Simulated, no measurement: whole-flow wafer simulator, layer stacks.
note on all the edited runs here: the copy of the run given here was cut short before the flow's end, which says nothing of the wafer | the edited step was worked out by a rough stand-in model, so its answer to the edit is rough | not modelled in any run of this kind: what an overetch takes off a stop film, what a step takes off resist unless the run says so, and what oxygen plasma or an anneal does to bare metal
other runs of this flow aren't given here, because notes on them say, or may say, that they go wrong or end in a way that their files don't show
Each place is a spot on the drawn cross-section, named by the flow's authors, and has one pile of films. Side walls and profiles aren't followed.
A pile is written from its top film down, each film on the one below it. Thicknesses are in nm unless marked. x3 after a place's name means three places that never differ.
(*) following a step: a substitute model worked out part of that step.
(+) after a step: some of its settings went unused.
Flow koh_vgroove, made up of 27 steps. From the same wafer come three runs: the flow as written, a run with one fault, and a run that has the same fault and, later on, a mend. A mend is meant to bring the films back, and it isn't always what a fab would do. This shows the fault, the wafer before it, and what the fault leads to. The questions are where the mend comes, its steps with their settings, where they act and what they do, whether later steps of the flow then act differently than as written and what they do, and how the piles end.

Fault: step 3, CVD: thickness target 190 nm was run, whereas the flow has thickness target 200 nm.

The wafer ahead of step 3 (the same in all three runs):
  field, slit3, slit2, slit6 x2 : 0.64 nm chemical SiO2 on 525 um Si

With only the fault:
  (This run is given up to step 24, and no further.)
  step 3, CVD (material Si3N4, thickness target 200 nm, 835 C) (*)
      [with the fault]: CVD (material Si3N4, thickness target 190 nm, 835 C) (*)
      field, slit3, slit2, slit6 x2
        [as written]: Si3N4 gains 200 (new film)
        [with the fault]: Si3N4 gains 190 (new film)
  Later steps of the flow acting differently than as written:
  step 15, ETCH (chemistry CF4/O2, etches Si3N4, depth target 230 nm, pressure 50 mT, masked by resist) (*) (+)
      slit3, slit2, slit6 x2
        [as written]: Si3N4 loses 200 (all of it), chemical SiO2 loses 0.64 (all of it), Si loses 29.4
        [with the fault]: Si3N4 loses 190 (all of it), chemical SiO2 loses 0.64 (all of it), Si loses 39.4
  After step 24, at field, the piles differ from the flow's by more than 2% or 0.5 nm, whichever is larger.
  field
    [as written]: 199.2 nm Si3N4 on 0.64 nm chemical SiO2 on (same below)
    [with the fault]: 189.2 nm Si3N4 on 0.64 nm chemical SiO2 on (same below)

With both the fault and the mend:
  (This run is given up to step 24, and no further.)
  After step 4 comes the mend.
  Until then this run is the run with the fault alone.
  step 4a, CVD (material Si3N4, thickness target 10 nm, 835 C) (*) (the flow's step 3, run once more with other settings)
      field, slit3, slit2, slit6 x2
        Si3N4 gains 10
  None of the later steps of the flow up to step 24 acts differently than as written at any place that is followed.
  Once step 24 is done, the piles equal the flow's at every place that both follow.
